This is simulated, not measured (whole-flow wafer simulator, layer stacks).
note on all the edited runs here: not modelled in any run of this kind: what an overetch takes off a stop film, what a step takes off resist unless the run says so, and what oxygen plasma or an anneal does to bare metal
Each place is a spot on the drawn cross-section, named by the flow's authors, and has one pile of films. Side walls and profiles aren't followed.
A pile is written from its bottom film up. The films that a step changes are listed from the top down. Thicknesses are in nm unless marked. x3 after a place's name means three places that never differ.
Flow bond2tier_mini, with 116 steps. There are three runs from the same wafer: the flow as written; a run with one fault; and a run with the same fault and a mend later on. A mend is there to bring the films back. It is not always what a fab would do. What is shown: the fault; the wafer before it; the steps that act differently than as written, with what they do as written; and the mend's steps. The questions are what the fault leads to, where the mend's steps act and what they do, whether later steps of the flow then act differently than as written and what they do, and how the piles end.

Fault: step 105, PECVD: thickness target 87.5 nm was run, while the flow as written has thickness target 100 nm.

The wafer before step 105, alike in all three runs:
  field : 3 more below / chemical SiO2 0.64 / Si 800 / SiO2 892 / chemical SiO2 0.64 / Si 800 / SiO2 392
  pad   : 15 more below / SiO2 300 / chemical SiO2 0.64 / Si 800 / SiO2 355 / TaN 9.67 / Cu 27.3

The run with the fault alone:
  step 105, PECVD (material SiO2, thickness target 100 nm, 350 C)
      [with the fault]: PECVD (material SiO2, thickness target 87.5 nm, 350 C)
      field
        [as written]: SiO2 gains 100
        [with the fault]: SiO2 gains 87.5
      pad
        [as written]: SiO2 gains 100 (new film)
        [with the fault]: SiO2 gains 87.5 (new film)
  Steps further on in the flow that do not act as written (2 other steps are not shown; they differ only slightly, by no more than 2% or 0.5 nm, whichever is larger):
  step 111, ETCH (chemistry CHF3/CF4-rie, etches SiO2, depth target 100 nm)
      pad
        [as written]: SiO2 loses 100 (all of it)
        [with the fault]: SiO2 loses 87.5 (all of it), Cu loses 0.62
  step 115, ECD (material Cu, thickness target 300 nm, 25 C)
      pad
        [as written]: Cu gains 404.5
        [with the fault]: Cu gains 392
  At field, pad, the piles at the end differ from the flow's by more than 2% or 0.5 nm, whichever is larger.
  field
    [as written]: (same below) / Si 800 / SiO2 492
    [with the fault]: (same below) / Si 800 / SiO2 479.5
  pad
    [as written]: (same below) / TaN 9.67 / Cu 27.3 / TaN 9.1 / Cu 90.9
    [with the fault]: (same below) / TaN 9.67 / Cu 26.7 / TaN 9.25 / Cu 78.9

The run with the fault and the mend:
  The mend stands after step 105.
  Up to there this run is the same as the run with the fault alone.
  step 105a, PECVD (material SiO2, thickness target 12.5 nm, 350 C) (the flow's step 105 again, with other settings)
      field, pad
        SiO2 gains 12.5
  Every later step of the flow that is run acts as written at every place that is followed.
  At every place that both follow, the piles at the end match the flow's.
